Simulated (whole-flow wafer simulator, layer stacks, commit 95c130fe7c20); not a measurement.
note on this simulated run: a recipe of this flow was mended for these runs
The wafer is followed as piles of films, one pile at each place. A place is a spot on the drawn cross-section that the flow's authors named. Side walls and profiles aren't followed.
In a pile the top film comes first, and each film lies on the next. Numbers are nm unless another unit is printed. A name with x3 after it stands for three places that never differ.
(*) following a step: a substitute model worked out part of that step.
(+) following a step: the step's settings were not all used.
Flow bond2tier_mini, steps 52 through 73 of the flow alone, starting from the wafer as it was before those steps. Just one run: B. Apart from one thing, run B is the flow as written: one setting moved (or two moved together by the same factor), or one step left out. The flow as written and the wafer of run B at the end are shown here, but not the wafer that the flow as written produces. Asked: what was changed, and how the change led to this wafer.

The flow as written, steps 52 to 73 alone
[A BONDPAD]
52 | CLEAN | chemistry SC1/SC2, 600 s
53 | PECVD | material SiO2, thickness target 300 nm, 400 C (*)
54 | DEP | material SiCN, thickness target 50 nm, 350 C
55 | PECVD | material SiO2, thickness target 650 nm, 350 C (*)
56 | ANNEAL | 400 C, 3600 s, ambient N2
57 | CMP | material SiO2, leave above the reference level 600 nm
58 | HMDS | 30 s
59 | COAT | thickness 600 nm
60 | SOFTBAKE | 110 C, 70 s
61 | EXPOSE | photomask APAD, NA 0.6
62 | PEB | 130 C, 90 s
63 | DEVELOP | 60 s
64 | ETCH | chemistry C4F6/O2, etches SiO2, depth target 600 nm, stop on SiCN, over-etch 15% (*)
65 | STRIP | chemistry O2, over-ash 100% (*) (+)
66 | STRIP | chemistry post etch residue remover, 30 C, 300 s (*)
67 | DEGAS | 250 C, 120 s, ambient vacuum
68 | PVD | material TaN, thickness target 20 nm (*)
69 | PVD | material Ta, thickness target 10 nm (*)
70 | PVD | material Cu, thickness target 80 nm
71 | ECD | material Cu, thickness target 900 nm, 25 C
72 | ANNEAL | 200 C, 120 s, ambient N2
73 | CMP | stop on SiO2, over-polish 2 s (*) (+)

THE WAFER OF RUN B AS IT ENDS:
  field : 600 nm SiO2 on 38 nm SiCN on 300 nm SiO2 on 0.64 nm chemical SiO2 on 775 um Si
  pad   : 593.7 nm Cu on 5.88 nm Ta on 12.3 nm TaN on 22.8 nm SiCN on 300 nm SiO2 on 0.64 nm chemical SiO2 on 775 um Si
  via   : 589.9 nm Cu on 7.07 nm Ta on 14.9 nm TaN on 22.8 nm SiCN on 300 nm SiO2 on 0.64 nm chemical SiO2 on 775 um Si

What caused this: step 54, DEP: thickness target 38 nm was run, while the flow as written has thickness target 50 nm.
One can read it off the wafer: field has SiCN 38, and step 54 as written asks for 50 nm.

The path from the change to this, step by step:
  54 | DEP | material SiCN, thickness target 50 nm, 350 C
      field, pad, via: SiCN gains 38 (new film) (it would be, as written: SiCN gains 50 (new film))
